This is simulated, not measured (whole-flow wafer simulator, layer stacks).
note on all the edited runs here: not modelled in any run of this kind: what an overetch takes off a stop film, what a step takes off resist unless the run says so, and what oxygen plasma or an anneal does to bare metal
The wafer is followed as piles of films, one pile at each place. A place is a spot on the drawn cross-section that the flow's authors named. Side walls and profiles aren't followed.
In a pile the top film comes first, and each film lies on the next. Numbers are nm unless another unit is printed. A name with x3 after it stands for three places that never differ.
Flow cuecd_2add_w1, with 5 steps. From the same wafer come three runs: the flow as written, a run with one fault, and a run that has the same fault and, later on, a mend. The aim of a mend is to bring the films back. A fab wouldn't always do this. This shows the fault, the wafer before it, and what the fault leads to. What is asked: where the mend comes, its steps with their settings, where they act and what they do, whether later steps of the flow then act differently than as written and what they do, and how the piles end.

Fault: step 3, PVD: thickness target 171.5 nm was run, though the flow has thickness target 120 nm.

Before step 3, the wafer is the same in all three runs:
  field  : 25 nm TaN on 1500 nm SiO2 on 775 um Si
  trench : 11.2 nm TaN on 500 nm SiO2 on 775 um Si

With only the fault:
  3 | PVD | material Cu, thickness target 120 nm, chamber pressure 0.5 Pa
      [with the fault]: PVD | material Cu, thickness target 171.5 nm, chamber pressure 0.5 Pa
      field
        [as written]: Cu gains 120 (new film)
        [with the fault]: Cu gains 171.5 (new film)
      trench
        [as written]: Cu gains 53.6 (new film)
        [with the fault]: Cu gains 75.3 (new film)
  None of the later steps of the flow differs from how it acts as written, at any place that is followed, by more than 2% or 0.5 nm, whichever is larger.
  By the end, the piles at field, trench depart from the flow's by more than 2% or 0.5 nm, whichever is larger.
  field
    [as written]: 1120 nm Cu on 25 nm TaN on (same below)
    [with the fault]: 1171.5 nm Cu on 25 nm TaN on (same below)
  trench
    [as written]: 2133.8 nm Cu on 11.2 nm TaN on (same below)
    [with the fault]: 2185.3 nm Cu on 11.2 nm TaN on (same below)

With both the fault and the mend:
  The mend stands after step 3.
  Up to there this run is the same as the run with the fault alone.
  3a | ETCH | chemistry cu recess dil, depth target 196.7 nm
      field
        Cu loses 171.5 (all of it)
      trench
        Cu loses 75.3 (all of it)
  3b | PVD | material Cu, thickness target 120 nm, chamber pressure 0.5 Pa (the flow's step 3 again)
      field
        Cu gains 120 (new film)
      trench
        Cu gains 53.6 (new film)
  None of the later steps of the flow acts differently than as written at any place that is followed.
  The piles end the same as the flow's at every place that both follow.
